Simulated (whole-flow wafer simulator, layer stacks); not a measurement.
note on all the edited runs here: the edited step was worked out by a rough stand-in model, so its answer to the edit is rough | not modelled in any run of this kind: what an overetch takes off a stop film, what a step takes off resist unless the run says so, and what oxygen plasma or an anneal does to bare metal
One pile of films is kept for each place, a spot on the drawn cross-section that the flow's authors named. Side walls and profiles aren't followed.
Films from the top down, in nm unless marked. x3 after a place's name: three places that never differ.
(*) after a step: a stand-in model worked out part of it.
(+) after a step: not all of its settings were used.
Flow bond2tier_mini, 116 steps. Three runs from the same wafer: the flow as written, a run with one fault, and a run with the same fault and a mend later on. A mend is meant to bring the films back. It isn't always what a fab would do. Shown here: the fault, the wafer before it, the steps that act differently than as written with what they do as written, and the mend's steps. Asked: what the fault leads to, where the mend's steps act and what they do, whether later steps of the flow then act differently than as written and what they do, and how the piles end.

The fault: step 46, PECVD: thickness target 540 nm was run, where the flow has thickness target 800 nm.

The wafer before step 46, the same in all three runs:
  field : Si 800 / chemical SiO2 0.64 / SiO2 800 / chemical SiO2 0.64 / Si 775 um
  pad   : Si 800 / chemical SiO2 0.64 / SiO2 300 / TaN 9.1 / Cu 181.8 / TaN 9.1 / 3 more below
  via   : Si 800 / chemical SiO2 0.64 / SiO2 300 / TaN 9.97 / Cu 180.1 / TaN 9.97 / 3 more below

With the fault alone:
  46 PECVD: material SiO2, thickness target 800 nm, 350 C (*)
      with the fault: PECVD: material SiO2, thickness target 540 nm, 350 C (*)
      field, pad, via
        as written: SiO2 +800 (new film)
        with the fault: SiO2 +540 (new film)
  Later steps of the flow that act differently than as written:
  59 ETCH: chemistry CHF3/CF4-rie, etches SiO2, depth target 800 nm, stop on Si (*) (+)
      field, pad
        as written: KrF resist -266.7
        with the fault: KrF resist -251.5
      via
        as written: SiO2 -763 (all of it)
        with the fault: SiO2 -503 (all of it)
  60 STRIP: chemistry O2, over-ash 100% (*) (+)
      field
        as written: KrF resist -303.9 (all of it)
        with the fault: KrF resist -319.1 (all of it)
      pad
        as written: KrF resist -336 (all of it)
        with the fault: KrF resist -351.1 (all of it)
  At the end the piles differ from the flow's by more than 2% or 0.5 nm, whichever is larger, at field, pad.
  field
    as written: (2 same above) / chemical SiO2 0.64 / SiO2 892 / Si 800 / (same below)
    with the fault: (2 same above) / chemical SiO2 0.64 / SiO2 632 / Si 800 / (same below)
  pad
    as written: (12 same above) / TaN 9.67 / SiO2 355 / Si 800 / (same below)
    with the fault: (12 same above) / TaN 9.67 / SiO2 95 / Si 800 / (same below)

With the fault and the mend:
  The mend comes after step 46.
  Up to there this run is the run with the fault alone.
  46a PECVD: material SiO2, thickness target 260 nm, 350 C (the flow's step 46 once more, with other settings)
      field, pad, via
        SiO2 +260
  No later step of the flow acts differently than as written at any place that is followed.
  At the end the piles are the same as the flow's at every place that both follow.
